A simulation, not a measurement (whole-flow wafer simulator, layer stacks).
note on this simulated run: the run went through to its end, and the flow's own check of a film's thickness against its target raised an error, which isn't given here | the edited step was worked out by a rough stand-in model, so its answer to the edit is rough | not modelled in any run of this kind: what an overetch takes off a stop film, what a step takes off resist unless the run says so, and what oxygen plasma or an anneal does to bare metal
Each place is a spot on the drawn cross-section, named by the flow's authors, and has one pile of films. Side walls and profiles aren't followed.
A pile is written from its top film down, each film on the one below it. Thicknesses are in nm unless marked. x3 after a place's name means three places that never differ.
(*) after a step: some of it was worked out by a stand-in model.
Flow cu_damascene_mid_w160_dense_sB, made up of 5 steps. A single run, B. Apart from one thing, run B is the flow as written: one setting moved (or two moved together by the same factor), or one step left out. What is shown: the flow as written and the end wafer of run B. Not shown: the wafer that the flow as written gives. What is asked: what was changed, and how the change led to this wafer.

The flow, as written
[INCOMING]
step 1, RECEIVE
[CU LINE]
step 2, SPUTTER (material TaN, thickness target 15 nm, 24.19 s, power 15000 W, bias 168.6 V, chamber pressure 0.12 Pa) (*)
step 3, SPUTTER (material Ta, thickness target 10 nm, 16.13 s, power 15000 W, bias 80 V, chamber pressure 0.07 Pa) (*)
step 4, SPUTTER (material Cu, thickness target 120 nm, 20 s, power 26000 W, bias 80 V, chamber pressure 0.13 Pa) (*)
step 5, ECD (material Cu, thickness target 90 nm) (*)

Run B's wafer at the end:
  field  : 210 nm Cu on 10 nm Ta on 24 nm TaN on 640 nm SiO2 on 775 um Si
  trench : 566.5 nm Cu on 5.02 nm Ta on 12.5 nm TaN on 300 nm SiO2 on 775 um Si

What caused this: step 2, SPUTTER: 38.7 s was run, whereas the flow has 24.19 s.

How this came from the change, step by step:
  step 2, SPUTTER (material TaN, thickness target 15 nm, 24.19 s, power 15000 W, bias 168.6 V, chamber pressure 0.12 Pa) (*)
      field: TaN gains 24 (new film) (as written it would have been: TaN gains 15 (new film))
      trench: TaN gains 12.5 (new film) (as written it would have been: TaN gains 7.82 (new film))
